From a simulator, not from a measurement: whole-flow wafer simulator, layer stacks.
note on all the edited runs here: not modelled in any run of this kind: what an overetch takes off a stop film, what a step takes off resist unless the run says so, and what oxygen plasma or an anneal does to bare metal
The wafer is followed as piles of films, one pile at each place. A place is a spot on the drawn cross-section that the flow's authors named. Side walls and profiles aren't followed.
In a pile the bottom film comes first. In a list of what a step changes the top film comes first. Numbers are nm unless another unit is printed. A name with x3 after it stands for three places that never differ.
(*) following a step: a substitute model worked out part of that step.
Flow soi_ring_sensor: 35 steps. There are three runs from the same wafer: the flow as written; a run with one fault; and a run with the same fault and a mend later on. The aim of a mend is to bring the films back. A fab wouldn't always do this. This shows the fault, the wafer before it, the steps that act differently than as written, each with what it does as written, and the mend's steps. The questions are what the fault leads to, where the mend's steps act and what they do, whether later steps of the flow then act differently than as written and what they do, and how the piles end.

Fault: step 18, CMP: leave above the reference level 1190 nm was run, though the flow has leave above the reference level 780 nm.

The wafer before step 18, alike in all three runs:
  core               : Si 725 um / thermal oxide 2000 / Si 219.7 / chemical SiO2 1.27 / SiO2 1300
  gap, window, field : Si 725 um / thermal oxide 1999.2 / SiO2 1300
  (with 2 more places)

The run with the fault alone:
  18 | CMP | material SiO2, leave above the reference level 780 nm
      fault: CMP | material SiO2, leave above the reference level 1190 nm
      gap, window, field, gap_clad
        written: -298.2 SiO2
        fault: nothing
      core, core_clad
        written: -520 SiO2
        fault: -110 SiO2
  Steps further on in the flow that do not act as written (1 more step, not shown, differs only slightly: by at most 2% or 0.5 nm, whichever is larger):
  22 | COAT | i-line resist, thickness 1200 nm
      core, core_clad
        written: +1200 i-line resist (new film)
        fault: +1103 i-line resist (new film)
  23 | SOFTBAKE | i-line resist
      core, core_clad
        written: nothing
        fault: -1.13 i-line resist
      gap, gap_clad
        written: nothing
        fault: -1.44 i-line resist
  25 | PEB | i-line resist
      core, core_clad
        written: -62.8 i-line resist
        fault: -57.5 i-line resist
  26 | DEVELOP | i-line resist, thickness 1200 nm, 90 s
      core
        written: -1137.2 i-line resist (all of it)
        fault: -1044.4 i-line resist (all of it)
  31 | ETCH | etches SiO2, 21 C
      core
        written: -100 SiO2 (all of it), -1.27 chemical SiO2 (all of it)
        fault: -462 SiO2
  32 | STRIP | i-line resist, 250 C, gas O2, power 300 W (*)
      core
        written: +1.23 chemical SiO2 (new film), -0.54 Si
        fault: nothing
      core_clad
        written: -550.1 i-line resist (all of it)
        fault: -457.5 i-line resist (all of it)
  The piles end different from the flow's at core, field, core_clad by more than 2% or 0.5 nm, whichever is larger.
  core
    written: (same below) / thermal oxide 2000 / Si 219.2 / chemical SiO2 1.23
    fault: (same below) / thermal oxide 2000 / Si 219.7 / chemical SiO2 1.27 / SiO2 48
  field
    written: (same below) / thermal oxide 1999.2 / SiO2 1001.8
    fault: (same below) / thermal oxide 1999.2 / SiO2 1300
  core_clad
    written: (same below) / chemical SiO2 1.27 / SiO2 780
    fault: (same below) / chemical SiO2 1.27 / SiO2 1190

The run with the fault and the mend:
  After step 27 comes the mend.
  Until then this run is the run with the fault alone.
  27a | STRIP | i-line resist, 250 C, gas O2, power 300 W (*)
      field
        -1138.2 i-line resist (all of it)
      core_clad
        -1044.4 i-line resist (all of it)
      gap_clad
        -1150.8 i-line resist (all of it)
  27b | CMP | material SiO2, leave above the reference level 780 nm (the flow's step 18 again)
      gap, window, field, gap_clad
        -298.2 SiO2
      core, core_clad
        -410 SiO2
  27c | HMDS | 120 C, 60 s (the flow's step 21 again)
      alters no film at any place that is followed
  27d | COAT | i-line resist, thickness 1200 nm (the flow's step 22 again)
      core, gap, window, field, core_clad, gap_clad
        +1200 i-line resist (new film)
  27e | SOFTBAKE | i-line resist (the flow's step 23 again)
      alters no film at any place that is followed
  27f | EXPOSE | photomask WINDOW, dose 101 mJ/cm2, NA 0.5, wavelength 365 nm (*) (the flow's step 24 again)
      alters no film at any place that is followed
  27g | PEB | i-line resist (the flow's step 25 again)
      core, gap, window, field, core_clad, gap_clad
        -62.8 i-line resist
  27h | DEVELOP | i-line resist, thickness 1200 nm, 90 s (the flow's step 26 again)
      core, gap, window
        -1137.2 i-line resist (all of it)
      field, core_clad, gap_clad
        -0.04 i-line resist
  Every later step of the flow that is run acts as written at every place that is followed.
  The piles end the same as the flow's at every place that both follow.
